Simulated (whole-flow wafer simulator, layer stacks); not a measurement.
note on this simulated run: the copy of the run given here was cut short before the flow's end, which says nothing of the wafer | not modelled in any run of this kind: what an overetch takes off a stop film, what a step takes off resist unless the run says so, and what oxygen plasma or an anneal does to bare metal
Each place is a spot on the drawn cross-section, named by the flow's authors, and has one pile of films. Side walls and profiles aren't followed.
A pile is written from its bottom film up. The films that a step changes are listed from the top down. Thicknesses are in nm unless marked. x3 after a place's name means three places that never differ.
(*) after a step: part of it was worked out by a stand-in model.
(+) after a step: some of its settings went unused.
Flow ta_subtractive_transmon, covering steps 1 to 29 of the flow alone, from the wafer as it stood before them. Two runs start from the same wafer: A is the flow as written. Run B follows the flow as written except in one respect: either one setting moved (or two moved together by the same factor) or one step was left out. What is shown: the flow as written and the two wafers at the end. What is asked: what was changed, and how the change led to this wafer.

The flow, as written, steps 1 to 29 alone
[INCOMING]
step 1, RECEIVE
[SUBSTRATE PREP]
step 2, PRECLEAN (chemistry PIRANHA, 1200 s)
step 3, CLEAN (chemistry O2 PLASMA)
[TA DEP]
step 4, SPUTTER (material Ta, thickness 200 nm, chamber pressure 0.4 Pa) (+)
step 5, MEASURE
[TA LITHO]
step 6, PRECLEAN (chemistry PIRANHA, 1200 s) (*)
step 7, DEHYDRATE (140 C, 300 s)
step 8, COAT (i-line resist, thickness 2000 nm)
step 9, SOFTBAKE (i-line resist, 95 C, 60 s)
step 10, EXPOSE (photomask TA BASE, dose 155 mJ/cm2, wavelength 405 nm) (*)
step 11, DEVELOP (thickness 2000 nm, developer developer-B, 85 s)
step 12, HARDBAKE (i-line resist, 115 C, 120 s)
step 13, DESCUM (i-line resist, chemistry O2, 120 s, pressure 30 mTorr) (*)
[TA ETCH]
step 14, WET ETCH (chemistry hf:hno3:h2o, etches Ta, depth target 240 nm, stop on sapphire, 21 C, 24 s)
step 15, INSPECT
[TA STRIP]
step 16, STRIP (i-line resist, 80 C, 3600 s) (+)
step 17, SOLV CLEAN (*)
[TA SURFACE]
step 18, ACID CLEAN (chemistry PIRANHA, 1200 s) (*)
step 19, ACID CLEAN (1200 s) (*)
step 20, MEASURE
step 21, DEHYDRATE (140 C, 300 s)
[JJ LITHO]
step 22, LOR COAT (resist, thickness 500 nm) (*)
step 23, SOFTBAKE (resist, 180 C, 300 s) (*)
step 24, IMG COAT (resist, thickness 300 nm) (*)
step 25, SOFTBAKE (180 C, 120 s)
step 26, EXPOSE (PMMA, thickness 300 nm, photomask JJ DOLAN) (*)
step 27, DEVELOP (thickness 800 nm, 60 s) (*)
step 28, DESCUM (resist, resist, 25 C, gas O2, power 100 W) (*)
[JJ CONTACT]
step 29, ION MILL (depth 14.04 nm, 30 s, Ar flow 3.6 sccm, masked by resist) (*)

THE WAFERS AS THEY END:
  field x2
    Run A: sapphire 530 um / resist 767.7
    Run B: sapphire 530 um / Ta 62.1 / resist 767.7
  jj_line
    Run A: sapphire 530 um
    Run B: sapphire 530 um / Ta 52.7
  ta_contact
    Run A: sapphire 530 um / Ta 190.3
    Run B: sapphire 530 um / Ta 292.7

Cause: step 4, SPUTTER: thickness 302.4 nm was run, whereas the flow has thickness 200 nm.

Step by step, how the change led to this:
  step 4, SPUTTER (material Ta, thickness 200 nm, chamber pressure 0.4 Pa) (+)
      field x2, jj_line, lead, ta_contact, ta_pad: A +200 Ta (new film) | B +302.4 Ta (new film)
  step 14, WET ETCH (chemistry hf:hno3:h2o, etches Ta, depth target 240 nm, stop on sapphire, 21 C, 24 s)
      field x2, jj_line, lead: A -200 Ta (all of it) | B -240 Ta
  step 22, LOR COAT (resist, thickness 500 nm) (*)
      ta_contact: A +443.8 resist (new film) | B +433.7 resist (new film)
  step 29, ION MILL (depth 14.04 nm, 30 s, Ar flow 3.6 sccm, masked by resist) (*)
      jj_line, lead: A -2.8 sapphire | B -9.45 Ta
Taking metal films that touch as one body, field x2 has 1 body; the flow as written gives 0 bodies.
Taking metal films that touch as one body, jj_line has 1 body; the flow as written gives 0 bodies.
